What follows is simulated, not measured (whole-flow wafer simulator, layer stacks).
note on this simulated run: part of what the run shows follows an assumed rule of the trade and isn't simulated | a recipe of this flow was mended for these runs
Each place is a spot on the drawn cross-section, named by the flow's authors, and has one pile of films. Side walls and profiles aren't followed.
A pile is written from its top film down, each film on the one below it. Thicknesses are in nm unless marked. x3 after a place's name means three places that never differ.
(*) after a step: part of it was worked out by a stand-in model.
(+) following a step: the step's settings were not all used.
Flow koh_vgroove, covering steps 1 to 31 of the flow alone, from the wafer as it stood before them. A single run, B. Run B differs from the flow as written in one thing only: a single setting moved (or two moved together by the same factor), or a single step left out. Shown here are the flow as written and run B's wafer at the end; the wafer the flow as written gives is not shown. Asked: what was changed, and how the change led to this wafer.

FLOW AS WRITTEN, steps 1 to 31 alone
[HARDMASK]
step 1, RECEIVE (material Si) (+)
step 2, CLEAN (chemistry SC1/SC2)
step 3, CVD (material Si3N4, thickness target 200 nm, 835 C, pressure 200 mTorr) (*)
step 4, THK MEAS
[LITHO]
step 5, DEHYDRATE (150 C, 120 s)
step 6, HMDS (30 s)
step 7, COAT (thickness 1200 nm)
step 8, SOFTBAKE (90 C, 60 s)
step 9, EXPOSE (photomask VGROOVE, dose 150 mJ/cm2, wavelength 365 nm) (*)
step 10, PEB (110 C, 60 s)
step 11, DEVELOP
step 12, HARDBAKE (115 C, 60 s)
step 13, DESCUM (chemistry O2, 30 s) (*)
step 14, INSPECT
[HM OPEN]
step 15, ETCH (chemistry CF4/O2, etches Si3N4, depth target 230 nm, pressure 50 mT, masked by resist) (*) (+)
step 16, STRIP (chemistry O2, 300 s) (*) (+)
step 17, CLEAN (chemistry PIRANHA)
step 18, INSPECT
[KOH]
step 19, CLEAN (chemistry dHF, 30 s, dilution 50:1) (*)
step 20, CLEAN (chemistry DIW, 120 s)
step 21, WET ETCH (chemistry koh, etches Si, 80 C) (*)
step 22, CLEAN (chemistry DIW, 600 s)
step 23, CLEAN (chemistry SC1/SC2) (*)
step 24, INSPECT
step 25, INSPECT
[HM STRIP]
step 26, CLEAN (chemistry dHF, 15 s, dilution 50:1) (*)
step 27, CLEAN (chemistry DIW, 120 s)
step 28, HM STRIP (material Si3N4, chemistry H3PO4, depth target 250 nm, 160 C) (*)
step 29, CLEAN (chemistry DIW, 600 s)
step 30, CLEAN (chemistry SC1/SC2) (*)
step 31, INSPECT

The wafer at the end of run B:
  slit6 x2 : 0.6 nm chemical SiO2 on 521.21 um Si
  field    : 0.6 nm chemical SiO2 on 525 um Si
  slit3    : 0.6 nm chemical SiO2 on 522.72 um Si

The reason: step 3, CVD: thickness target 185 nm was run, while the flow as written has thickness target 200 nm.

The path from the change to this, step by step:
  step 3, CVD (material Si3N4, thickness target 200 nm, 835 C, pressure 200 mTorr) (*)
      field, slit3, slit2, slit6 x2: +185 Si3N4 (new film) (it would be, as written: +200 Si3N4 (new film))
  step 15, ETCH (chemistry CF4/O2, etches Si3N4, depth target 230 nm, pressure 50 mT, masked by resist) (*) (+)
      slit3, slit2, slit6 x2: -185 Si3N4 (all of it), -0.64 chemical SiO2 (all of it), -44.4 Si (it would be, as written: -200 Si3N4 (all of it), -0.64 chemical SiO2 (all of it), -29.4 Si)
  step 28, HM STRIP (material Si3N4, chemistry H3PO4, depth target 250 nm, 160 C) (*)
      field: -183.7 Si3N4 (all of it), -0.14 chemical SiO2, -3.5 Si (it would be, as written: -198.7 Si3N4 (all of it), -0.14 chemical SiO2, -2.75 Si)
